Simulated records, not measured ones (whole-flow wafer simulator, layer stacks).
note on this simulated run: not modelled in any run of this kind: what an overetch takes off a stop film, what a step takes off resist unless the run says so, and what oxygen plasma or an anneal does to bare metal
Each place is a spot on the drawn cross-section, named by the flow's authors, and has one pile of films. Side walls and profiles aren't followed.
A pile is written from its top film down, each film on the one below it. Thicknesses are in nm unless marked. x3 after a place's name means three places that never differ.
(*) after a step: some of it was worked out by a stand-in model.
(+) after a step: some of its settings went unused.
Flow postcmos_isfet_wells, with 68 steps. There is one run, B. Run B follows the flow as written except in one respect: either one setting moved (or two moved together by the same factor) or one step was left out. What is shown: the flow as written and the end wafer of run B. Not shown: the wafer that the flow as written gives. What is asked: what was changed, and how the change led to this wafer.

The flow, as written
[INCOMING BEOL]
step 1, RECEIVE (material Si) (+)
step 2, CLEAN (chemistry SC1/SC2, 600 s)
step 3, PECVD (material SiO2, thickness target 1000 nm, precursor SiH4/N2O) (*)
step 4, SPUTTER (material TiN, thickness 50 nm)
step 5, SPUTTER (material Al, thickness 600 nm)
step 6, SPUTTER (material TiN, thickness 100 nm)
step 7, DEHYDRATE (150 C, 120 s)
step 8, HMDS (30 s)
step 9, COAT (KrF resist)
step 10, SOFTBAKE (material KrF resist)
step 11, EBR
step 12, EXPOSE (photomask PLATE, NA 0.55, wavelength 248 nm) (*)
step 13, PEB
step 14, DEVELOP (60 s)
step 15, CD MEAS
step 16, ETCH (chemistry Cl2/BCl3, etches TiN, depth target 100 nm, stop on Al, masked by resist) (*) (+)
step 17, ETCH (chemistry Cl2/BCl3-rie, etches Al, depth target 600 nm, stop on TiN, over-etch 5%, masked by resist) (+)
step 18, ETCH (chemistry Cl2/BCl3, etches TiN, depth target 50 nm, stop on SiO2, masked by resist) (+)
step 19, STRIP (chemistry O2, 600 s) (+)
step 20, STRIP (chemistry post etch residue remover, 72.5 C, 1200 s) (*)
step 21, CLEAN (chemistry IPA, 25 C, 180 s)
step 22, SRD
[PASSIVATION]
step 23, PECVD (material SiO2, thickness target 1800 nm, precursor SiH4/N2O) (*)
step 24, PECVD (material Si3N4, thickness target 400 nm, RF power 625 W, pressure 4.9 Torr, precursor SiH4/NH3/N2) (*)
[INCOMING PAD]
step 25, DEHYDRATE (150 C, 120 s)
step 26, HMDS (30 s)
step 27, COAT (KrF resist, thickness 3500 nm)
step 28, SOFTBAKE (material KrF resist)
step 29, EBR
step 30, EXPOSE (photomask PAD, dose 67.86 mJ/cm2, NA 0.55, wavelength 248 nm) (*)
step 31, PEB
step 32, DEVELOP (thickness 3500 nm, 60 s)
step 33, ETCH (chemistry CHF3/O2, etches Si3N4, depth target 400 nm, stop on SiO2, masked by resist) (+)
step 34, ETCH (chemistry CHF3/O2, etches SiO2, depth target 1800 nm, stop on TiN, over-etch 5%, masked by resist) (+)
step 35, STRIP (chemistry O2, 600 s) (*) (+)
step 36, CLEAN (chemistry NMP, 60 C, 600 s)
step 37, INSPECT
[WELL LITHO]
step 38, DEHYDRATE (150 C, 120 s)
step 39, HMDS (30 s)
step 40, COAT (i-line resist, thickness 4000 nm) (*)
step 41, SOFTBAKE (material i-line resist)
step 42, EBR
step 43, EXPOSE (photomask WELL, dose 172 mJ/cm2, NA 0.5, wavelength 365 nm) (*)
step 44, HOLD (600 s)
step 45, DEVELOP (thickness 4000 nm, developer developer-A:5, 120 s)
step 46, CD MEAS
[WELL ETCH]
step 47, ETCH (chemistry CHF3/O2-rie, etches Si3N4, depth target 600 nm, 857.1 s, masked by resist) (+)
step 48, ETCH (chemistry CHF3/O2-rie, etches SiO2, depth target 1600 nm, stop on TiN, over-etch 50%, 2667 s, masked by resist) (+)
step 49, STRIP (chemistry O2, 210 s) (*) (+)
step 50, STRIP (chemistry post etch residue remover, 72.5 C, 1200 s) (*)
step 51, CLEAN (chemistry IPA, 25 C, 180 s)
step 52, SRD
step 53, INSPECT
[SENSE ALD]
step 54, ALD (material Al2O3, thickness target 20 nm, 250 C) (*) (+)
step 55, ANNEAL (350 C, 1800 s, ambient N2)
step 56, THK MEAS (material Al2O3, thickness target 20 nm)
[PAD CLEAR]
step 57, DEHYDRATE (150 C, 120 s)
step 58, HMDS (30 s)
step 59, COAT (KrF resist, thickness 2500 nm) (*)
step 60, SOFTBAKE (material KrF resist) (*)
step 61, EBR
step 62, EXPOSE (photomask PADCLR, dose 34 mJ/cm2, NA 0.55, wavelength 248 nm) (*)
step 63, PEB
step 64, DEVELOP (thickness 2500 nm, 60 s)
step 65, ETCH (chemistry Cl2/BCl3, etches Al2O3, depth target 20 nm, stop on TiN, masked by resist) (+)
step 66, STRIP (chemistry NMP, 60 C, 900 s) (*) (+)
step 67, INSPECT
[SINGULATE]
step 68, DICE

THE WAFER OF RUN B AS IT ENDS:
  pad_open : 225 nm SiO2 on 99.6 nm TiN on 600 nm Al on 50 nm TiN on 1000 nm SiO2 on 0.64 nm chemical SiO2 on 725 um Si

Cause: step 34, ETCH: depth target 1575 nm was run, whereas the flow has depth target 1800 nm.

Step by step, how the change led to this:
  step 34, ETCH (chemistry CHF3/O2, etches SiO2, depth target 1800 nm, stop on TiN, over-etch 5%, masked by resist) (+)
      pad_open: SiO2 loses 1575 (as written it would have been: SiO2 loses 1800 (all of it))
      field, margin, well900, well1300, well2000, well3000, pad_rim, pad_clr: KrF resist loses 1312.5 (as written it would have been: KrF resist loses 1500)
  step 35, STRIP (chemistry O2, 600 s) (*) (+)
      field, margin, well900, well1300, well2000, well3000, pad_rim, pad_clr: KrF resist loses 1825.9 (all of it) (as written it would have been: KrF resist loses 1638.4 (all of it))
  step 40, COAT (i-line resist, thickness 4000 nm) (*)
      pad_clr: i-line resist gains 3327.2 (new film) (as written it would have been: i-line resist gains 3256.8 (new film))
  step 41, SOFTBAKE (material i-line resist)
      pad_clr: i-line resist loses 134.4 (as written it would have been: i-line resist loses 156.7)
      pad_open: i-line resist gains 105.3 (as written it would have been: i-line resist gains 115.3)
  step 49, STRIP (chemistry O2, 210 s) (*) (+)
      pad_clr: i-line resist loses 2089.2 (all of it) (as written it would have been: i-line resist loses 1996.5 (all of it))
      pad_open: i-line resist loses 3725.5 (all of it) (as written it would have been: i-line resist loses 3816.3 (all of it))
  step 59, COAT (KrF resist, thickness 2500 nm) (*)
      pad_rim: KrF resist gains 2027.6 (new film) (as written it would have been: KrF resist gains 1976.4 (new film))
      pad_clr: KrF resist gains 1767.3 (new film) (as written it would have been: KrF resist gains 1691.6 (new film))
  step 60, SOFTBAKE (material KrF resist) (*)
      pad_clr: KrF resist loses 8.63 (as written it would have been: KrF resist loses 9.57)
  step 64, DEVELOP (thickness 2500 nm, 60 s)
      pad_clr: KrF resist loses 1758.7 (all of it) (as written it would have been: KrF resist loses 1682 (all of it))
  step 66, STRIP (chemistry NMP, 60 C, 900 s) (*) (+)
      pad_rim: KrF resist loses 1988.7 (all of it) (as written it would have been: KrF resist loses 1937.7 (all of it))
